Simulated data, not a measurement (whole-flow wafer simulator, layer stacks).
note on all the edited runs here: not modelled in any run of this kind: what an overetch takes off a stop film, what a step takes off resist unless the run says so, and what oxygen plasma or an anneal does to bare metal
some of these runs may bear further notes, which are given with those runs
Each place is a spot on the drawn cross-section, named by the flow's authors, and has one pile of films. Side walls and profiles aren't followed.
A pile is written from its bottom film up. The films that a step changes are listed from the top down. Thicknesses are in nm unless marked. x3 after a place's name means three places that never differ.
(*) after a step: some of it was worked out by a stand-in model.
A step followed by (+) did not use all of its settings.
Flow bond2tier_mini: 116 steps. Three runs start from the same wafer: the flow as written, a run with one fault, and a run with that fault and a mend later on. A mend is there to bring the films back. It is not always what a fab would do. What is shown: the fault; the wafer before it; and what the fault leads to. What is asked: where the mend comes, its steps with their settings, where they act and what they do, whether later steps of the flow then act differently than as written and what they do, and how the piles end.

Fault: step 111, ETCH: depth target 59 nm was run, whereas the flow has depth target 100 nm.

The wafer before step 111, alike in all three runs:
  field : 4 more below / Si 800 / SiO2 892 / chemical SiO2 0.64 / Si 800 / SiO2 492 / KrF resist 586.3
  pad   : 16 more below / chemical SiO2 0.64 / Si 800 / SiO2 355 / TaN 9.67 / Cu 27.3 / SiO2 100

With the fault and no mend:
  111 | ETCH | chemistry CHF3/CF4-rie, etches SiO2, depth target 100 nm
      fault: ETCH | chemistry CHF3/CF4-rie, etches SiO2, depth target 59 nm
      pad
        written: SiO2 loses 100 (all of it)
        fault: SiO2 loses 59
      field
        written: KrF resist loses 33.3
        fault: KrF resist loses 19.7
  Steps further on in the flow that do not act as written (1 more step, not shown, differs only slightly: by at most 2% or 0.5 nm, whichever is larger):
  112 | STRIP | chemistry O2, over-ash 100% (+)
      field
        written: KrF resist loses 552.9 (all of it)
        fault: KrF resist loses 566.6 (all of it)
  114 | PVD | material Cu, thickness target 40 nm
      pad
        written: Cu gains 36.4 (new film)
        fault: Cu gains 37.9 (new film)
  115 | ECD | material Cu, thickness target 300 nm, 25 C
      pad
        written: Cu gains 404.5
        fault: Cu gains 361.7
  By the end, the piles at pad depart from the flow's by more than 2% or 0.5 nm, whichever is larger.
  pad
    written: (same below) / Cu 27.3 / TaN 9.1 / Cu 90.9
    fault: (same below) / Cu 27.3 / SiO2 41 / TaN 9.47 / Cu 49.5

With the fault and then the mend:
  The mend stands after step 112.
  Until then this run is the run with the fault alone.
  112a | COAT | KrF resist, thickness 600 nm (*) (the flow's step 106, run once more)
      field
        KrF resist gains 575 (new film)
      pad
        KrF resist gains 626.1 (new film)
  112b | SOFTBAKE | KrF resist (the flow's step 107, run once more)
      does not change any film at any place that is followed
  112c | EXPOSE | photomask T3PAD, NA 0.6 (the flow's step 108, run once more)
      does not change any film at any place that is followed
  112d | PEB | KrF resist (the flow's step 109, run once more)
      does not change any film at any place that is followed
  112e | DEVELOP | developer TMAH-0.26N, 60 s (the flow's step 110, run once more)
      field
        KrF resist loses 13.7
      pad
        KrF resist loses 626.1 (all of it)
  112f | ETCH | chemistry CHF3/CF4-rie, etches SiO2, depth target 41 nm (the flow's step 111, run once more with other settings)
      field
        KrF resist loses 13.7
      pad
        SiO2 loses 41 (all of it)
  112g | STRIP | chemistry O2, over-ash 100% (+) (the flow's step 112, run once more)
      field
        KrF resist loses 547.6 (all of it)
  Later steps of the flow that are run all act as written at every place that is followed.
  The piles end the same as the flow's at every place that both follow.
